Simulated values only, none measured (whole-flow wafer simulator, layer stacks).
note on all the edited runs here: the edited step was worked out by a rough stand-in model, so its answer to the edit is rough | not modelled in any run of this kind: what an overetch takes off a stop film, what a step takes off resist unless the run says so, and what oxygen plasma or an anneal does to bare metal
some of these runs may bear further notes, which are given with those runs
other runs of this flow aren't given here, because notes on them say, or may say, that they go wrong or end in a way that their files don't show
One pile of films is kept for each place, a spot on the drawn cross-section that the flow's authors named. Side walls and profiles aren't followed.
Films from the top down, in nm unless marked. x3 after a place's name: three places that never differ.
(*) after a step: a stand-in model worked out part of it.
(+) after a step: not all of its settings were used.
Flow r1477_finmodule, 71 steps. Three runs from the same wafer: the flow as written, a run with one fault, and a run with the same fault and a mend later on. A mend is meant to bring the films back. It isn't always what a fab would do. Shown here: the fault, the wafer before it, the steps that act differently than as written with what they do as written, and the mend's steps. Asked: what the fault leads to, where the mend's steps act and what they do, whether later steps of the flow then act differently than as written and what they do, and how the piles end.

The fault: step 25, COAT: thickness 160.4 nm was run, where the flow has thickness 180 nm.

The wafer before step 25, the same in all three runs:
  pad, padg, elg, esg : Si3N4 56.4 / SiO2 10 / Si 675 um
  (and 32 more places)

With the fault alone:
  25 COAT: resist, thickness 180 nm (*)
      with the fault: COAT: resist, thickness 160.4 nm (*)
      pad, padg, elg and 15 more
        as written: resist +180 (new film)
        with the fault: resist +160.4 (new film)
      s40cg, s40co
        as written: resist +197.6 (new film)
        with the fault: resist +178 (new film)
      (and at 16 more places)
  Later steps of the flow that act differently than as written (5 more steps differ only slightly, by at most 2% or 0.5 nm, whichever is larger, and aren't shown):
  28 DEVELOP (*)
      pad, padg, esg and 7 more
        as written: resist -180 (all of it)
        with the fault: resist -160.4 (all of it)
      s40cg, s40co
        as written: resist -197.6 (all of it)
        with the fault: resist -178 (all of it)
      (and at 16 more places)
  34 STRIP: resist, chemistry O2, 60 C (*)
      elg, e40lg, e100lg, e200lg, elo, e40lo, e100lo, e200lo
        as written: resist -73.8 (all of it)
        with the fault: resist -54.2 (all of it)
  At the end the piles differ from the flow's only slightly at the places that both follow, by at most 2% or 0.5 nm, whichever is larger.

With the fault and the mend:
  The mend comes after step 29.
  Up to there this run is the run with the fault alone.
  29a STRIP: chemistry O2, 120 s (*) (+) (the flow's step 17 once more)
      elg, e40lg, e100lg, e200lg, elo, e40lo, e100lo, e200lo
        resist -160.4 (all of it)
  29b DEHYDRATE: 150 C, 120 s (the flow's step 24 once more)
      changes no film at any place that is followed
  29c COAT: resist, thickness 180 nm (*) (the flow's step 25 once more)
      pad, padg, elg and 15 more
        resist +180 (new film)
      s40cg, s40co
        resist +197.6 (new film)
      s40sg, s40so
        resist +201.2 (new film)
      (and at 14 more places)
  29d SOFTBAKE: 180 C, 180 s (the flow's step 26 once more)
      changes no film at any place that is followed
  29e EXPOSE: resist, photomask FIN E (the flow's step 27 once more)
      changes no film at any place that is followed
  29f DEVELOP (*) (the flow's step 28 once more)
      pad, padg, esg and 7 more
        resist -180 (all of it)
      s40cg, s40co
        resist -197.6 (all of it)
      s40sg, s40so
        resist -201.2 (all of it)
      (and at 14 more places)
  No later step of the flow acts differently than as written at any place that is followed.
  At the end the piles are the same as the flow's at every place that both follow.
